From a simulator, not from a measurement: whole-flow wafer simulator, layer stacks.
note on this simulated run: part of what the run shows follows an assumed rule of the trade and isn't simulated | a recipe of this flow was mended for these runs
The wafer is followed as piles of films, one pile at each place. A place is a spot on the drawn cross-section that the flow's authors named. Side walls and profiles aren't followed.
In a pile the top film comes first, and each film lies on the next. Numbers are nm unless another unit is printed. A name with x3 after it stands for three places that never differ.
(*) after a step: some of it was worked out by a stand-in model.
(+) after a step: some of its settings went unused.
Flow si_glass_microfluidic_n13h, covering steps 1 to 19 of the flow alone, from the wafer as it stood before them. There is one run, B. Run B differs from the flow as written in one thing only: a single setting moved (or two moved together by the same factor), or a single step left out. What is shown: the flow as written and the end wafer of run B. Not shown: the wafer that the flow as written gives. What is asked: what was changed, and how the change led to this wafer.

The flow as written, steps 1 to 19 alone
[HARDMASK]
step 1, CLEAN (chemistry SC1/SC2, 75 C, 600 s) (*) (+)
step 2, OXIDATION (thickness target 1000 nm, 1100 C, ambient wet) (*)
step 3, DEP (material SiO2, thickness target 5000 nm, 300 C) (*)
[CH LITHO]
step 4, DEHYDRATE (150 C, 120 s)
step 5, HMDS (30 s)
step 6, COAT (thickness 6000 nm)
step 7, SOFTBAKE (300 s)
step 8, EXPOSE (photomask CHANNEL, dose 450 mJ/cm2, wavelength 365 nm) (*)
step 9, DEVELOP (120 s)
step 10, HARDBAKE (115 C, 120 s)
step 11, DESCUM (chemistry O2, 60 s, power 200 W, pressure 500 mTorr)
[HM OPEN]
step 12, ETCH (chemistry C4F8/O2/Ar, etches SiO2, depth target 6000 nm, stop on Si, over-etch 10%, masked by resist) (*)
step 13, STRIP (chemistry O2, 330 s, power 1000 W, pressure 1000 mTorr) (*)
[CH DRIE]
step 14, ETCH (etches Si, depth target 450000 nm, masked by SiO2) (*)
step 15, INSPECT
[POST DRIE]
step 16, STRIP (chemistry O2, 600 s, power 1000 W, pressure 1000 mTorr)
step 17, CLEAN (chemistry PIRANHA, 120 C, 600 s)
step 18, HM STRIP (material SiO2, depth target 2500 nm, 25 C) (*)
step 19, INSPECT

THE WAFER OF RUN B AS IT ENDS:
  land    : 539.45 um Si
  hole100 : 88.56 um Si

The reason: step 2, OXIDATION: thickness target 1240 nm was run, while the flow as written has thickness target 1000 nm; step 12, ETCH: depth target 7440 nm was run, where the flow has depth target 6000 nm.

How this came from the change, step by step:
  step 2, OXIDATION (thickness target 1000 nm, 1100 C, ambient wet) (*)
      land, hole100: SiO2 gains 1240 (new film), chemical SiO2 loses 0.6 (all of it), Si loses 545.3 (as written it would have been: SiO2 gains 1000 (new film), chemical SiO2 loses 0.6 (all of it), Si loses 439.7)
  step 12, ETCH (chemistry C4F8/O2/Ar, etches SiO2, depth target 6000 nm, stop on Si, over-etch 10%, masked by resist) (*)
      land: thick-i-line-resist loses 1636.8 (as written it would have been: thick-i-line-resist loses 1320)
      hole100: SiO2 loses 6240 (all of it), Si loses 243 (as written it would have been: SiO2 loses 6000 (all of it), Si loses 75)
  step 13, STRIP (chemistry O2, 330 s, power 1000 W, pressure 1000 mTorr) (*)
      land: thick-i-line-resist loses 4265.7 (all of it) (as written it would have been: thick-i-line-resist loses 4582.5 (all of it))
  step 18, HM STRIP (material SiO2, depth target 2500 nm, 25 C) (*)
      land: SiO2 loses 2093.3 (all of it) (as written it would have been: SiO2 loses 1854.4 (all of it))
